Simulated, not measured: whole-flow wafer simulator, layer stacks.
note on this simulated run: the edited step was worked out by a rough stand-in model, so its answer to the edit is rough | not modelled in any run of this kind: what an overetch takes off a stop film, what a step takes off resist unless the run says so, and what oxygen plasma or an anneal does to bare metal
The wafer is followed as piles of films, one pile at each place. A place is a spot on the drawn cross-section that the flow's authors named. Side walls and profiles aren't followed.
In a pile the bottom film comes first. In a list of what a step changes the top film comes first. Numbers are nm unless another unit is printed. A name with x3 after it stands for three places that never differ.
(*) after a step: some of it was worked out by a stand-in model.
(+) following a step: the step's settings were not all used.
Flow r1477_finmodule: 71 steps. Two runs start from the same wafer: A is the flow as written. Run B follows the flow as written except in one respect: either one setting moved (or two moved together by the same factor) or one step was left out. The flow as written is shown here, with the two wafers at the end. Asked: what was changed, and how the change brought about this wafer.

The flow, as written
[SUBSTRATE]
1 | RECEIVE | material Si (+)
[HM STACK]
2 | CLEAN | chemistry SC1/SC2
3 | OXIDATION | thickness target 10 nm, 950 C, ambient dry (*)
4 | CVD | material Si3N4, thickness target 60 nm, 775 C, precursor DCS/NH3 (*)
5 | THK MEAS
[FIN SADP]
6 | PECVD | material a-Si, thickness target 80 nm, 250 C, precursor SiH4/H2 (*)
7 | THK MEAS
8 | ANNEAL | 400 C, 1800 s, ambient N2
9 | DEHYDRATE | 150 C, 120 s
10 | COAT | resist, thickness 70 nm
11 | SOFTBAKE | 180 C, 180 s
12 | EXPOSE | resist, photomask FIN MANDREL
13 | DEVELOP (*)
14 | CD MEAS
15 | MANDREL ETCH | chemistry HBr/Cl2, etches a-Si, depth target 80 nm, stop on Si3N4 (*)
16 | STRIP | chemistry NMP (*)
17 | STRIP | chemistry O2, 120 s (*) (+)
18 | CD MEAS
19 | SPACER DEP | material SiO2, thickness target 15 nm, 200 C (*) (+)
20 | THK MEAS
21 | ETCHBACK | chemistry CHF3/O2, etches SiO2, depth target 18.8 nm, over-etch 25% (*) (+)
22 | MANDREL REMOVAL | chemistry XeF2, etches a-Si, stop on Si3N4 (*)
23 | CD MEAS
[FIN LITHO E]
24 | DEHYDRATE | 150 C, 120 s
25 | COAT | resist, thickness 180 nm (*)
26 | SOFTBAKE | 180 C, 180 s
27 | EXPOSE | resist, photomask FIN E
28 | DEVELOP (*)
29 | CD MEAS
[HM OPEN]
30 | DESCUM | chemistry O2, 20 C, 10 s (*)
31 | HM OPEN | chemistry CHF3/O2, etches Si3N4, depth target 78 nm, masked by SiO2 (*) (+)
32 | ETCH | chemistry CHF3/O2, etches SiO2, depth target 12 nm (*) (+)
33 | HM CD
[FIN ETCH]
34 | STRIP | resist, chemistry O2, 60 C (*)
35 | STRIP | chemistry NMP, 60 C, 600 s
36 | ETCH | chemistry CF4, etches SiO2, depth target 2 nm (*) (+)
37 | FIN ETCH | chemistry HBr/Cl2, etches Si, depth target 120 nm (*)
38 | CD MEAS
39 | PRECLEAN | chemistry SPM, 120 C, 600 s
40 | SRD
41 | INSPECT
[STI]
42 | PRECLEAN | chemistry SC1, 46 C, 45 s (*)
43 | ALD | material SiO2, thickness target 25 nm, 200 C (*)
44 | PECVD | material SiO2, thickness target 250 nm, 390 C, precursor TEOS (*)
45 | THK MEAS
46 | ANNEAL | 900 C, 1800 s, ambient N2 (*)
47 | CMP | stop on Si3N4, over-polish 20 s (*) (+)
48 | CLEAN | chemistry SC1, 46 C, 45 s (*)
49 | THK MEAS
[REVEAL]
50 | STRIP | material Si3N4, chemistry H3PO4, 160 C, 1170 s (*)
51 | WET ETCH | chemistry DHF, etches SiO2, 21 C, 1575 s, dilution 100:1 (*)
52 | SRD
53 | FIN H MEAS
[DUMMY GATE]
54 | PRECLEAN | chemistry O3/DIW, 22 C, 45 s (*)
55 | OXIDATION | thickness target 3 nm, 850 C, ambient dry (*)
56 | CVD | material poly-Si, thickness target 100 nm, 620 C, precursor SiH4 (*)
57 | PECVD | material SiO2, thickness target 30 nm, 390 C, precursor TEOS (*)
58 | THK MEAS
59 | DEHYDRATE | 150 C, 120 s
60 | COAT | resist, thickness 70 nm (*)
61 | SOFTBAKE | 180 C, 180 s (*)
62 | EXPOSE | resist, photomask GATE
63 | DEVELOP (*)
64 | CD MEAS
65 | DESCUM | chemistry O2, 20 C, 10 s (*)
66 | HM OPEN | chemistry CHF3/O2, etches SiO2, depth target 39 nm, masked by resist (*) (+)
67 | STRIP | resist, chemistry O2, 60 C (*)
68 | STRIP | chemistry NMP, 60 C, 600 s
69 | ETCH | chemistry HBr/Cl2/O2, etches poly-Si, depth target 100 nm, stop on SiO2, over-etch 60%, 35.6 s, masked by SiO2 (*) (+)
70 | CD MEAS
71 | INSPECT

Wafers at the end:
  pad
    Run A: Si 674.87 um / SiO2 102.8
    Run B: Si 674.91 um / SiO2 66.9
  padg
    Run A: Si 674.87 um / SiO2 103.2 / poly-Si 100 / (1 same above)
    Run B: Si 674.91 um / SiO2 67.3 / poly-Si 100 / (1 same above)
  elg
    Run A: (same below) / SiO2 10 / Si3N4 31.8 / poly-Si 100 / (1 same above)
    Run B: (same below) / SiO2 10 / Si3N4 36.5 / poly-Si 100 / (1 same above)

The reason: step 37, FIN ETCH: depth target 84 nm was run, while the flow as written has depth target 120 nm.

How this came from the change, step by step:
  37 | FIN ETCH | chemistry HBr/Cl2, etches Si, depth target 120 nm (*)
      pad, padg, esg and 19 more: A -120 Si | B -84 Si
      elg, e40lg, e100lg, e200lg, elo, e40lo, e100lo, e200lo: A -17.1 Si3N4 | B -12 Si3N4
      (as well as at 6 more places)
  43 | ALD | material SiO2, thickness target 25 nm, 200 C (*)
      s40cg, s45cg, s50cg, s40co, s45co, s50co: A +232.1 SiO2 (new film) | B +198.9 SiO2 (new film)
      esg: A +194.3 SiO2 (new film) | B +163.4 SiO2 (new film)
  47 | CMP | stop on Si3N4, over-polish 20 s (*) (+)
      pad, padg, e40sg and 11 more: A -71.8 SiO2 | B -107.8 SiO2
      elg, e40lg, e100lg, e200lg, elo, e40lo, e100lo, e200lo: A -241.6 SiO2 | B -246.7 SiO2
      (as well as at 2 more places)
  51 | WET ETCH | chemistry DHF, etches SiO2, 21 C, 1575 s, dilution 100:1 (*)
      elg, e40lg, e100lg, e200lg, elo, e40lo, e100lo, e200lo: A -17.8 SiO2 (all of it), -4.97 Si3N4 | B -12.7 SiO2 (all of it), -5.39 Si3N4
  56 | CVD | material poly-Si, thickness target 100 nm, 620 C, precursor SiH4 (*)
      esg: A +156 poly-Si (new film) | B +160.7 poly-Si (new film)
  60 | COAT | resist, thickness 70 nm (*)
      e40sg, eso, e40so: A +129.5 resist (new film) | B +133.9 resist (new film)
      e100sg, e100so: A +129.4 resist (new film) | B +133.9 resist (new film)
      (as well as at 2 more places)
  63 | DEVELOP (*)
      eso, e40so: A -129.5 resist (all of it) | B -133.9 resist (all of it)
      e100so: A -129.4 resist (all of it) | B -133.9 resist (all of it)
      (as well as at 1 more place)
  67 | STRIP | resist, chemistry O2, 60 C (*)
      e40sg: A -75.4 resist (all of it) | B -79.8 resist (all of it)
      e100sg: A -75.3 resist (all of it) | B -79.7 resist (all of it)
      (as well as at 1 more place)
